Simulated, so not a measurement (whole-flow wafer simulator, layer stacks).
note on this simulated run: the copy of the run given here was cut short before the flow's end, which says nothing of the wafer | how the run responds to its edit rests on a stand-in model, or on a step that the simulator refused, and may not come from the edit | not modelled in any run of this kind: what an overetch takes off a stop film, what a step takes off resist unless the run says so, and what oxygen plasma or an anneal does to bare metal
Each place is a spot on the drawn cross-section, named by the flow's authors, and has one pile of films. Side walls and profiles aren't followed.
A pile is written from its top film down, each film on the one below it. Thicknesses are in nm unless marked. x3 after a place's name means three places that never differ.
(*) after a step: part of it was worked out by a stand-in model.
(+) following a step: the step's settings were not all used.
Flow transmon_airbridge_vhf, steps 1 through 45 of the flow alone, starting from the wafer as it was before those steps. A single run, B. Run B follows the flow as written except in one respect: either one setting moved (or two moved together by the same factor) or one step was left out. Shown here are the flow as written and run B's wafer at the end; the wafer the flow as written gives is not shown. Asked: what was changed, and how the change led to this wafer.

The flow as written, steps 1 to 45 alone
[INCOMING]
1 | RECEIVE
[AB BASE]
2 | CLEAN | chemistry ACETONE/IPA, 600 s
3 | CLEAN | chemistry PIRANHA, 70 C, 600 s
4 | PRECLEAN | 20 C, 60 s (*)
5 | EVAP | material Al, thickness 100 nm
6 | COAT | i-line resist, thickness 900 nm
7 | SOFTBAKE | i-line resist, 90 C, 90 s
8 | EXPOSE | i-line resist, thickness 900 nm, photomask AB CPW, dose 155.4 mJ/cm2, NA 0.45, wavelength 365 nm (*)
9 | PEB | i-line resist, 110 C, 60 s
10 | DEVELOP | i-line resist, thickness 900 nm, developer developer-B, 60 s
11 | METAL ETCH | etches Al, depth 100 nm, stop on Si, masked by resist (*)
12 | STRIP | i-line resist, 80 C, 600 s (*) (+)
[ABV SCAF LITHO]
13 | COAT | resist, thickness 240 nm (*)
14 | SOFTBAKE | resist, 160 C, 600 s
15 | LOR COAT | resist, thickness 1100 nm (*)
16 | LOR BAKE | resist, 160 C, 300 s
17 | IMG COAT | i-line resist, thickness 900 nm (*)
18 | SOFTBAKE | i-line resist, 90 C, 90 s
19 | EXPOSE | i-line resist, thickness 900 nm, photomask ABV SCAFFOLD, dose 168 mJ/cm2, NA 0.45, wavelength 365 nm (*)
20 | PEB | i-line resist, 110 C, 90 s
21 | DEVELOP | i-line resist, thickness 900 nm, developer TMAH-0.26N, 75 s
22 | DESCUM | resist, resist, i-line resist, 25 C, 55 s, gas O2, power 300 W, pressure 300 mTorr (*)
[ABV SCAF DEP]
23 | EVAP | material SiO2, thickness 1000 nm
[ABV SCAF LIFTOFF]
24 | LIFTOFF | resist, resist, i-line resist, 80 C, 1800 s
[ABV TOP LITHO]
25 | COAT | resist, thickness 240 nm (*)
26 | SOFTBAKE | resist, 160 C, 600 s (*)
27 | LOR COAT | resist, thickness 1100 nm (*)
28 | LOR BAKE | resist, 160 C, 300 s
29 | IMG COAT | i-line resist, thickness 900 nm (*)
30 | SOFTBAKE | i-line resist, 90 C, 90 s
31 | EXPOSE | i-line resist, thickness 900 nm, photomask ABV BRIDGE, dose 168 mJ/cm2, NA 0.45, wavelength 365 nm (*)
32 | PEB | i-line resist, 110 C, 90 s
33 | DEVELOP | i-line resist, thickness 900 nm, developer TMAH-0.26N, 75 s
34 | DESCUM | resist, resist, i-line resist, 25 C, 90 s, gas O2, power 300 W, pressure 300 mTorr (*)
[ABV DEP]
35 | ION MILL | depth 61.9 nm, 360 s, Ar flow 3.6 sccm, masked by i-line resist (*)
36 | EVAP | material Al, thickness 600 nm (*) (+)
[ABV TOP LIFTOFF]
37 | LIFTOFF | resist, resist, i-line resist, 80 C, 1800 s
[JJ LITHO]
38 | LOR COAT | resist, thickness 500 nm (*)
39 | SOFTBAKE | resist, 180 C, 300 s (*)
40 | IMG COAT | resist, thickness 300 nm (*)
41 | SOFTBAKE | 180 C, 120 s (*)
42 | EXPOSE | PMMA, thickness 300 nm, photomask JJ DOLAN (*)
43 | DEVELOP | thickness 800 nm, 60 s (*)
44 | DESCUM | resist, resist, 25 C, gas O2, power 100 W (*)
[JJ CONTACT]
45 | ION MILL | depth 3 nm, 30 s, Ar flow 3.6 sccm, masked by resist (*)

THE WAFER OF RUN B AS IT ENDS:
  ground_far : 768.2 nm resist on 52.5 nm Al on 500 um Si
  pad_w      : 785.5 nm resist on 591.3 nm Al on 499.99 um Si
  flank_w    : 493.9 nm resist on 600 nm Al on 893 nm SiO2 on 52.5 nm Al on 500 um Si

What caused this: step 5, EVAP: thickness 52.5 nm was run, though the flow has thickness 100 nm.
The wafer itself shows it: ground_far has Al 52.5, and step 5 as written asks for 100 nm.

The path from the change to this, step by step:
  5 | EVAP | material Al, thickness 100 nm
      field x3, jj_line, ground_far and 12 more: +52.5 Al (new film) (it would be, as written: +100 Al (new film))
  11 | METAL ETCH | etches Al, depth 100 nm, stop on Si, masked by resist (*)
      ground_far, pad_w, flank_w and 8 more: -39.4 i-line resist (it would be, as written: -50 i-line resist)
      field x3, jj_line, gap_w, gap_e: -52.5 Al (all of it) (it would be, as written: -100 Al (all of it))
  13 | COAT | resist, thickness 240 nm (*)
      flank_w, flank_e: +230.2 resist (new film) (it would be, as written: +222.3 resist (new film))
      gap_w, gap_e: +246.4 resist (new film) (it would be, as written: +251.7 resist (new film))
  22 | DESCUM | resist, resist, i-line resist, 25 C, 55 s, gas O2, power 300 W, pressure 300 mTorr (*)
      flank_w, flank_e: -230.2 resist (all of it) (it would be, as written: -222.3 resist (all of it))
      gap_w, gap_e: -246.4 resist (all of it) (it would be, as written: -251.7 resist (all of it))
  25 | COAT | resist, thickness 240 nm (*)
      flank_w, flank_e: +158.2 resist (new film) (it would be, as written: +152.6 resist (new film))
      gap_w, gap_e: +205.6 resist (new film) (it would be, as written: +210.7 resist (new film))
  34 | DESCUM | resist, resist, i-line resist, 25 C, 90 s, gas O2, power 300 W, pressure 300 mTorr (*)
      flank_w, flank_e: -158.2 resist (all of it) (it would be, as written: -152.6 resist (all of it))
      gap_w, gap_e: -205.6 resist (all of it) (it would be, as written: -210.7 resist (all of it))
  35 | ION MILL | depth 61.9 nm, 360 s, Ar flow 3.6 sccm, masked by i-line resist (*)
      pad_w, pad_e: -52.5 Al (all of it), -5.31 Si (it would be, as written: -61.9 Al)
  36 | EVAP | material Al, thickness 600 nm (*) (+)
      pad_w, pad_e: +591.3 Al (new film) (it would be, as written: +591.2 Al)
  40 | IMG COAT | resist, thickness 300 nm (*)
      flank_w, flank_e: +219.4 resist (it would be, as written: +212.1 resist)
